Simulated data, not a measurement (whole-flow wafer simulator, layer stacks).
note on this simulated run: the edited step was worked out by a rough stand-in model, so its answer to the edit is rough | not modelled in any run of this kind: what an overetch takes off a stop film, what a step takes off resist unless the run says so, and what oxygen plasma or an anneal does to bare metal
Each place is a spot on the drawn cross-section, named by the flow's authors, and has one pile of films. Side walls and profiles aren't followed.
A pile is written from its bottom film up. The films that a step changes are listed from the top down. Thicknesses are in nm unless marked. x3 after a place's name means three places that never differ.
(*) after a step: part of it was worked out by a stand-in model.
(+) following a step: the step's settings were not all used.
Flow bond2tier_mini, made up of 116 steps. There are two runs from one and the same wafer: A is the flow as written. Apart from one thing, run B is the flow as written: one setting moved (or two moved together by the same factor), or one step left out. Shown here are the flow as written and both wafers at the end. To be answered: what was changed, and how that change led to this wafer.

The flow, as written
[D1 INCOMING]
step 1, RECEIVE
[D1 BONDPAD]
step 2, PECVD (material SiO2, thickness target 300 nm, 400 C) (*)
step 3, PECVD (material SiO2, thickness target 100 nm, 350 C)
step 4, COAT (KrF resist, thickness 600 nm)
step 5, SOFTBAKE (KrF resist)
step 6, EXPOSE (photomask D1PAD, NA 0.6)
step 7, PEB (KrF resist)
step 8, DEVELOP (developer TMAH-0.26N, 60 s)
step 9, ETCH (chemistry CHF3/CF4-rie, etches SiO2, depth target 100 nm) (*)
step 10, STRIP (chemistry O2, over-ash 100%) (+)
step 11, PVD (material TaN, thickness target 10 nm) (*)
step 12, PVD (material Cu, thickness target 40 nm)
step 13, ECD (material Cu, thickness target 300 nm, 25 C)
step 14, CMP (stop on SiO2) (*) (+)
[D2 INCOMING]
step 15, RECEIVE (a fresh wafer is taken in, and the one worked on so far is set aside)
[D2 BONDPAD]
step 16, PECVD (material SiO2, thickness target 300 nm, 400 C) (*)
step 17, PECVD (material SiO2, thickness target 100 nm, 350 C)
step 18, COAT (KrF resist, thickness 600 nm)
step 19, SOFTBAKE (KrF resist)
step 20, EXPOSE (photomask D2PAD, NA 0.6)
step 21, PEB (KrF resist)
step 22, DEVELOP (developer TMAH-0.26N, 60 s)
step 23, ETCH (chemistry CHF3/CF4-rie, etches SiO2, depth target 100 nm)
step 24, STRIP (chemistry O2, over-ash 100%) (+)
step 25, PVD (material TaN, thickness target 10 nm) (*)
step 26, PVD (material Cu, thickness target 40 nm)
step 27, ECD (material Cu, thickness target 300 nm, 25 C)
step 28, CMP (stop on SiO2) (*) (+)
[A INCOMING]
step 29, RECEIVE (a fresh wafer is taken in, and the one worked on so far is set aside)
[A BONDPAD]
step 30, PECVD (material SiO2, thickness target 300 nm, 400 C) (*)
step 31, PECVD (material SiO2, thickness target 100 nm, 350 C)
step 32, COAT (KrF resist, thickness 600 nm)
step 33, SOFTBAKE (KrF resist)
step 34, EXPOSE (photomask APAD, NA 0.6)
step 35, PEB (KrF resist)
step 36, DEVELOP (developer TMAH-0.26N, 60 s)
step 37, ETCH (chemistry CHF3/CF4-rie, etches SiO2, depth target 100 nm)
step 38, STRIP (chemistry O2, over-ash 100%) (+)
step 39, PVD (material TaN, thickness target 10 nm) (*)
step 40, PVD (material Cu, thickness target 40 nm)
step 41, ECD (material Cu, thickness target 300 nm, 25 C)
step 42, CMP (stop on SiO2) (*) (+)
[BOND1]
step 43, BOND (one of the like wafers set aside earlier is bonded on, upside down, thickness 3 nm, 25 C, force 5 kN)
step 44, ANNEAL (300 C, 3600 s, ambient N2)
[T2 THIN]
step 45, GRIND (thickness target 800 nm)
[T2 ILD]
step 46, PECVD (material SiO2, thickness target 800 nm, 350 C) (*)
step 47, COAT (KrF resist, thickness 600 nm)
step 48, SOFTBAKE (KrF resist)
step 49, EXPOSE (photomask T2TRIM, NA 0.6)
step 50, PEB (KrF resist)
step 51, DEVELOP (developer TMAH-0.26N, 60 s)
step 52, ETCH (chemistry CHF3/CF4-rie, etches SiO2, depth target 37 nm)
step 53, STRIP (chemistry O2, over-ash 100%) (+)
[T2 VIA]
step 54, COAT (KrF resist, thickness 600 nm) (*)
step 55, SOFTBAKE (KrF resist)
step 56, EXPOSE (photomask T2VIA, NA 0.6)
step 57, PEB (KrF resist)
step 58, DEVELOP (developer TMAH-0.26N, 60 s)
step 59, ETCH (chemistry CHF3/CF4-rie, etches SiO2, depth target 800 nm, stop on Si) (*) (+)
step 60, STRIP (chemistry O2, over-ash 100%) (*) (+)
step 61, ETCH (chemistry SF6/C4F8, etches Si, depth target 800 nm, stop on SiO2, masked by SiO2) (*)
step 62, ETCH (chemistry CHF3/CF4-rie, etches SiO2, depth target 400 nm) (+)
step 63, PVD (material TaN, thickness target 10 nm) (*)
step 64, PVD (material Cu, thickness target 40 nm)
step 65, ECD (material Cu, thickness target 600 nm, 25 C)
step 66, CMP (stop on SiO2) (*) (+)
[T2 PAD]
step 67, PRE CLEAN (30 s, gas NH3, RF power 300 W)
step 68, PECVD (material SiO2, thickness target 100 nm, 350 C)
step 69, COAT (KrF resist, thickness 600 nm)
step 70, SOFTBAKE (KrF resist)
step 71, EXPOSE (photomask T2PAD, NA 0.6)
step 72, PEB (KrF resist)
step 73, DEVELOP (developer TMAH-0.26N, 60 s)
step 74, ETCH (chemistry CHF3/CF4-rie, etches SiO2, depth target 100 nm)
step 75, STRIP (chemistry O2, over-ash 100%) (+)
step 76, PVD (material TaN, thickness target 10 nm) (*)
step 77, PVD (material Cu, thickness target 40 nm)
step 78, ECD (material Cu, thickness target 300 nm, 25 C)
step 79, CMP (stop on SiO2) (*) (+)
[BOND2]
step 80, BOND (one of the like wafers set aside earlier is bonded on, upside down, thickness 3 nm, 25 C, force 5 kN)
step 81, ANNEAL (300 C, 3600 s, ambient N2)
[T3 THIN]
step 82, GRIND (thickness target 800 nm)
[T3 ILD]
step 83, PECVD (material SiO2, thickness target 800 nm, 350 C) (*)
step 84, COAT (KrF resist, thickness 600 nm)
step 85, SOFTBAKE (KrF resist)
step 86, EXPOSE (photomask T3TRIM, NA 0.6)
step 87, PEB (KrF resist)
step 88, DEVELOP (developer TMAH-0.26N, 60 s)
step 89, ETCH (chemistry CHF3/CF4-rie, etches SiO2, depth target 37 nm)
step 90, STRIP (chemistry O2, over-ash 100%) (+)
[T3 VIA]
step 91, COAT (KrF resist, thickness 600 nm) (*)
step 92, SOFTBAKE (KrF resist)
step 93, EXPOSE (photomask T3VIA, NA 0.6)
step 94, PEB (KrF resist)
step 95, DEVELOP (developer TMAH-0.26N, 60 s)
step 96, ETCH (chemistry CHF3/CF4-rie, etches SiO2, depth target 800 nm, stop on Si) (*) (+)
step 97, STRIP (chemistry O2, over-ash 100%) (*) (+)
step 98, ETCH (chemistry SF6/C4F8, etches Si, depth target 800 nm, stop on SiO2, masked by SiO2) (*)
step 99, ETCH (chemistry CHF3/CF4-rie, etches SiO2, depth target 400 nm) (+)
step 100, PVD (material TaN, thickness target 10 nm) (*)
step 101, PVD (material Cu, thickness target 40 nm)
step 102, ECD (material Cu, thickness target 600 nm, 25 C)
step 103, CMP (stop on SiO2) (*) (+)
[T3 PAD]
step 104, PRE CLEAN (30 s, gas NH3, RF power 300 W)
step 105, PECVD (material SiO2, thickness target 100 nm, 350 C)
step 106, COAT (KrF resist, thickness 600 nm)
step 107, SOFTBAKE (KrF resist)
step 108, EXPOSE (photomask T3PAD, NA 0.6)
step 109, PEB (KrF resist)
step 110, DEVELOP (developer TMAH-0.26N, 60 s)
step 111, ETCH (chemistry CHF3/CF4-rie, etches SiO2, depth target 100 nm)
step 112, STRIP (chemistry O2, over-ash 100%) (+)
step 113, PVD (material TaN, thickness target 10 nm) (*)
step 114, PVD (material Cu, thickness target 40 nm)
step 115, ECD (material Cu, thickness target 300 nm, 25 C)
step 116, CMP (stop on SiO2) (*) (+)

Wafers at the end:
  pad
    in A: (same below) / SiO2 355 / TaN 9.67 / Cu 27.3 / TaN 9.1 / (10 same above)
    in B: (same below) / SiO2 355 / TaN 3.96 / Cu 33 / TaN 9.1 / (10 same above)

The reason: step 63, PVD: thickness target 4.1 nm was run, though the flow has thickness target 10 nm.

Step by step, how the change led to this:
  step 63, PVD (material TaN, thickness target 10 nm) (*)
      field: A +10 TaN (new film) | B +4.1 TaN (new film)
      pad: A +9.67 TaN (new film) | B +3.96 TaN (new film)
  step 66, CMP (stop on SiO2) (*) (+)
      field: A -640 Cu (all of it), -10 TaN (all of it) | B -640 Cu (all of it), -4.1 TaN (all of it)
